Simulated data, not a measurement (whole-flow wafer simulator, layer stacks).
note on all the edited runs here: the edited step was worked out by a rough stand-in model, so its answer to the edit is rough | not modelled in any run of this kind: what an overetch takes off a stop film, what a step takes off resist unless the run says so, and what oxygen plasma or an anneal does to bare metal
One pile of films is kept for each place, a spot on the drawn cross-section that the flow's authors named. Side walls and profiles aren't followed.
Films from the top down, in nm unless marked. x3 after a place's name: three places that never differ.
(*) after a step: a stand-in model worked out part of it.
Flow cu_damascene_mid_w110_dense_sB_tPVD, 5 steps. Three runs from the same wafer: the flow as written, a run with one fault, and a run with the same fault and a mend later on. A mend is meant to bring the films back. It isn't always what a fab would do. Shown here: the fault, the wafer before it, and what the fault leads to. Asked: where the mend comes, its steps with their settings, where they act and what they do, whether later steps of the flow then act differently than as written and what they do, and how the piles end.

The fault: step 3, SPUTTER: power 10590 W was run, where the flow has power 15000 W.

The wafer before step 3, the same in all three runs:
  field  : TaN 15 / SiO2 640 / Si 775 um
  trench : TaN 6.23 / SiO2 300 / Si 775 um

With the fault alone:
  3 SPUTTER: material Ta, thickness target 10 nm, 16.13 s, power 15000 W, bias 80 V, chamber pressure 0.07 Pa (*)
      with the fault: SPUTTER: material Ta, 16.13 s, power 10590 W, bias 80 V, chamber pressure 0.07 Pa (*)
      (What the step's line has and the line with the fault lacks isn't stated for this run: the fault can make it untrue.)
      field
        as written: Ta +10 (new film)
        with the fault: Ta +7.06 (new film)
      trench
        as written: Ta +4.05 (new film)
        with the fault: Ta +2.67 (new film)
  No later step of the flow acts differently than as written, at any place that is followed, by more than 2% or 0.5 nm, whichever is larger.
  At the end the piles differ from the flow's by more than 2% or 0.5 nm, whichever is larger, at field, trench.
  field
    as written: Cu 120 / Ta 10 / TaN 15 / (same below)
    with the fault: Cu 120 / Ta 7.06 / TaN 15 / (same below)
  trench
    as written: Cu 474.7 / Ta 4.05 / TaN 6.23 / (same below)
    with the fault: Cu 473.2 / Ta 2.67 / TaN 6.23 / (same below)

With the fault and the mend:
  The mend comes after step 3.
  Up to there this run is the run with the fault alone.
  3a SPUTTER: material Ta, thickness target 3 nm, 4.883 s, power 15000 W, bias 80 V, chamber pressure 0.07 Pa (*) (the flow's step 3 once more, with other settings)
      field
        Ta +3
      trench
        Ta +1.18
  No later step of the flow acts differently than as written, at any place that is followed, by more than 2% or 0.5 nm, whichever is larger.
  At the end the piles differ from the flow's only slightly at the places that both follow, by at most 2% or 0.5 nm, whichever is larger.
